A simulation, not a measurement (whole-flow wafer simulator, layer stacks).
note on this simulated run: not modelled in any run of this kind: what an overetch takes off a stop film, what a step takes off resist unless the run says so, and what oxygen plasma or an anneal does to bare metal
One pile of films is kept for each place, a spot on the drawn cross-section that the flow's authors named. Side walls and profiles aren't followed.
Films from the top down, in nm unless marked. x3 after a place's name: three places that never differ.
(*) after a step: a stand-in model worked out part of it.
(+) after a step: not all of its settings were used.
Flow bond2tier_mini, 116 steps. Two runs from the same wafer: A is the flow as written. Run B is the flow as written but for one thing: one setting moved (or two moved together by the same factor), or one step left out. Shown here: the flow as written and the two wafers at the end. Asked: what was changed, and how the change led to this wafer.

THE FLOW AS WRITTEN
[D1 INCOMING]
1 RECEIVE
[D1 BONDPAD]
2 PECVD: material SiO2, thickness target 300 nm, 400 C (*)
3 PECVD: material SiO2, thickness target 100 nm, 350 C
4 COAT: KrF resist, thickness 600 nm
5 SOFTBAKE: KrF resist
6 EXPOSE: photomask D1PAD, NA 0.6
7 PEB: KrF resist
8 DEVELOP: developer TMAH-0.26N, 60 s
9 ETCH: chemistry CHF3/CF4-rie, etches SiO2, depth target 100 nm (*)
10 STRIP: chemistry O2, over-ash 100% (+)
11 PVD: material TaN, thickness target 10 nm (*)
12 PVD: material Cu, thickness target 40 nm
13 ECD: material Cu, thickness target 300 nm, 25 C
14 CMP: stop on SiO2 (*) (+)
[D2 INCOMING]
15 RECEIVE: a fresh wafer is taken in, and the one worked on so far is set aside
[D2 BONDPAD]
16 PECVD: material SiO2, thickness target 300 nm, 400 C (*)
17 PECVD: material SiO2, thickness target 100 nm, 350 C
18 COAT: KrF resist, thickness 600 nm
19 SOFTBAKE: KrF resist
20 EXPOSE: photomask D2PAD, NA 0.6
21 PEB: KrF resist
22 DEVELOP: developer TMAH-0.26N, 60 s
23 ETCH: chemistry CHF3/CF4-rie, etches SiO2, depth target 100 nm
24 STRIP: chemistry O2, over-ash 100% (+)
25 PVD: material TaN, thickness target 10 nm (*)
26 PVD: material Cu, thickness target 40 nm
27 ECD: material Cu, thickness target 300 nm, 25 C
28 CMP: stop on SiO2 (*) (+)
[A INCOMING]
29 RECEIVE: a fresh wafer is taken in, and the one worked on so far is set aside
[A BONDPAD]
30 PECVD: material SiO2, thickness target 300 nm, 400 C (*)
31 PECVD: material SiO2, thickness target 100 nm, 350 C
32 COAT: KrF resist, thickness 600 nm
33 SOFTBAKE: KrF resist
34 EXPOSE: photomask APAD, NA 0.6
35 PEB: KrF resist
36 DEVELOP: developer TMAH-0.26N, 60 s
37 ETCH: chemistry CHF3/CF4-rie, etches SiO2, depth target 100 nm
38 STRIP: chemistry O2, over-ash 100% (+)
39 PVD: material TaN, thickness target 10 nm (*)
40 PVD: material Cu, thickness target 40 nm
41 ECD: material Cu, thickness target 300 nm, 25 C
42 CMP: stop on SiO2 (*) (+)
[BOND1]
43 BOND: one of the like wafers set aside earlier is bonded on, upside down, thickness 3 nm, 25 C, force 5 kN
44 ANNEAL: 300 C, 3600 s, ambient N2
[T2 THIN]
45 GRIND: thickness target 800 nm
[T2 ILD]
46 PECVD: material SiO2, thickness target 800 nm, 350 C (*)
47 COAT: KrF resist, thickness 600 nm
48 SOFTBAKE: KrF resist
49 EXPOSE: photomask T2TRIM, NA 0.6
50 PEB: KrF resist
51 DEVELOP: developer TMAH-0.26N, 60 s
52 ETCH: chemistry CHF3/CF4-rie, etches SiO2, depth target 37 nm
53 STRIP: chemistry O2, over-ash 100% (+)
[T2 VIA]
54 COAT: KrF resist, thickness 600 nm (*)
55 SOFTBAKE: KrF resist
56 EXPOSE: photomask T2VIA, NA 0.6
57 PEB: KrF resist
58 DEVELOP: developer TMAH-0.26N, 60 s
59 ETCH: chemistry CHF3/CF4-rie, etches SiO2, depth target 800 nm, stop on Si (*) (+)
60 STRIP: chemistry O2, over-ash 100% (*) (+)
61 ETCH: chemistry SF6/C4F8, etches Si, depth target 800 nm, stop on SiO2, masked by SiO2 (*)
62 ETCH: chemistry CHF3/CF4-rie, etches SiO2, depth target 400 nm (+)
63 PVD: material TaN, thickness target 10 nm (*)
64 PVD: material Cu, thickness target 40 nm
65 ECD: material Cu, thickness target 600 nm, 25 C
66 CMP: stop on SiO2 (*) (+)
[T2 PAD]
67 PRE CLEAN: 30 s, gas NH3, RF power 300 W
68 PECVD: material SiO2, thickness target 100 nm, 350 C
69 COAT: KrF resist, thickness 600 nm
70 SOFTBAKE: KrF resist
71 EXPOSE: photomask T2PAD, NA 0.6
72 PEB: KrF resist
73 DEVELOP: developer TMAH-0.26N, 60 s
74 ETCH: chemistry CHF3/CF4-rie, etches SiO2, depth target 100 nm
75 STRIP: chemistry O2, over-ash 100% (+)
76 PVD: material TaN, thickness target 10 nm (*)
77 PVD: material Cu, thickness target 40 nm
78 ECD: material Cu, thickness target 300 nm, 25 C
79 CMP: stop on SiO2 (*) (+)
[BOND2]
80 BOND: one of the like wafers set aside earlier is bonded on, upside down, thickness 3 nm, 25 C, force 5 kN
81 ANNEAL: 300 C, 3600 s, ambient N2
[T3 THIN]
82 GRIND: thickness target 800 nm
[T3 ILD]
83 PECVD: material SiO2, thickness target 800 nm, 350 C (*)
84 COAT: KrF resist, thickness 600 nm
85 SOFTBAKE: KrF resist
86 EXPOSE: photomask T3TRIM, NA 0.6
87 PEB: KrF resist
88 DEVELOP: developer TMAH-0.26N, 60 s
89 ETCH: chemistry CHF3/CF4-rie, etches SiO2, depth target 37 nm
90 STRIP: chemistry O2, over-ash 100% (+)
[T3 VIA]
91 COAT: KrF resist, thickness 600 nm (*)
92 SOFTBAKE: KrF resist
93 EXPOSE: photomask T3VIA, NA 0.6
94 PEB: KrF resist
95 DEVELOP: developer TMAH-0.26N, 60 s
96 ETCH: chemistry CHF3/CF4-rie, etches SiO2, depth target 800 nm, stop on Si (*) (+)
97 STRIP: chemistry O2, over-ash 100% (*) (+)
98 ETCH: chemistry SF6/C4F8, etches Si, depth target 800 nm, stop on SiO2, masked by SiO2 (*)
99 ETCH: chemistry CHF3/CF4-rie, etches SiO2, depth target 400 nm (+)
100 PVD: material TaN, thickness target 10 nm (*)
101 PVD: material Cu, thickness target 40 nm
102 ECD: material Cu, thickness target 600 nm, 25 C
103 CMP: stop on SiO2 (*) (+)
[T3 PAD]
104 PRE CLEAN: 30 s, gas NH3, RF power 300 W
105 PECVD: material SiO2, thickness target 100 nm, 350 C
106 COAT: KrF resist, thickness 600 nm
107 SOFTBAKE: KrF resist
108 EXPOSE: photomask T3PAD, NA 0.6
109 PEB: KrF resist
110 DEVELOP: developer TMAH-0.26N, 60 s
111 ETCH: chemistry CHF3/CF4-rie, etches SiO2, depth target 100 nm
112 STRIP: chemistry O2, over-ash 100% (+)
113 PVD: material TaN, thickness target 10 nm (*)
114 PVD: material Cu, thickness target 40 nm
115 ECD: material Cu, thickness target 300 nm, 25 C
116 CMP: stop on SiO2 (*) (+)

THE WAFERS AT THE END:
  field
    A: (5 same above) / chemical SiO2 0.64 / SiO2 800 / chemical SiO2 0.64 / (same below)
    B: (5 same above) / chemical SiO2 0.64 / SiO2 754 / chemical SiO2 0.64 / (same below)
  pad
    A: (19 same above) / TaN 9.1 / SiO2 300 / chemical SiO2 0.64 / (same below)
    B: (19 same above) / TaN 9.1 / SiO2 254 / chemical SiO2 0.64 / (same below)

The cause: step 31, PECVD: thickness target 54 nm was run, where the flow has thickness target 100 nm.

How the change led to this, step by step:
  31 PECVD: material SiO2, thickness target 100 nm, 350 C
      field, pad, via: A SiO2 +100 | B SiO2 +54
